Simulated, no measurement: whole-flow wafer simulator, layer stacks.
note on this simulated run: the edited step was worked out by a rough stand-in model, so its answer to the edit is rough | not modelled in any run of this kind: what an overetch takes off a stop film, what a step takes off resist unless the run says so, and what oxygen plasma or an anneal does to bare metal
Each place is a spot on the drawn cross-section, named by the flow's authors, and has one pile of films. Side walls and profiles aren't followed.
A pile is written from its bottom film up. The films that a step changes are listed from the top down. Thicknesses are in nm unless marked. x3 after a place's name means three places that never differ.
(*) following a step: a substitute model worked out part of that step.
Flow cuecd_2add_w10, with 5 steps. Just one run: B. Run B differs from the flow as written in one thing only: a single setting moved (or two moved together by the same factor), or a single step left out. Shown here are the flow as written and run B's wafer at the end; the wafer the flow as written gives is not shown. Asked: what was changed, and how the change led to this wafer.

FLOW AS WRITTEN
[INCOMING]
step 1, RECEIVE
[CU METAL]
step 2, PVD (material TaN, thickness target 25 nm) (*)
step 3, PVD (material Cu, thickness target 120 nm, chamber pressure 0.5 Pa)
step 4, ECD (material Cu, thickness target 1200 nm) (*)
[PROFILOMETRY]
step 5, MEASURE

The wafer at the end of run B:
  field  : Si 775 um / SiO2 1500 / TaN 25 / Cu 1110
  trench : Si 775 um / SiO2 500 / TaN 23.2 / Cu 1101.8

Cause: step 4, ECD: thickness target 990 nm was run, while the flow as written has thickness target 1200 nm.

Step by step, how the change led to this:
  step 4, ECD (material Cu, thickness target 1200 nm) (*)
      field, trench: Cu gains 990 (in the flow as written it would be: Cu gains 1200)
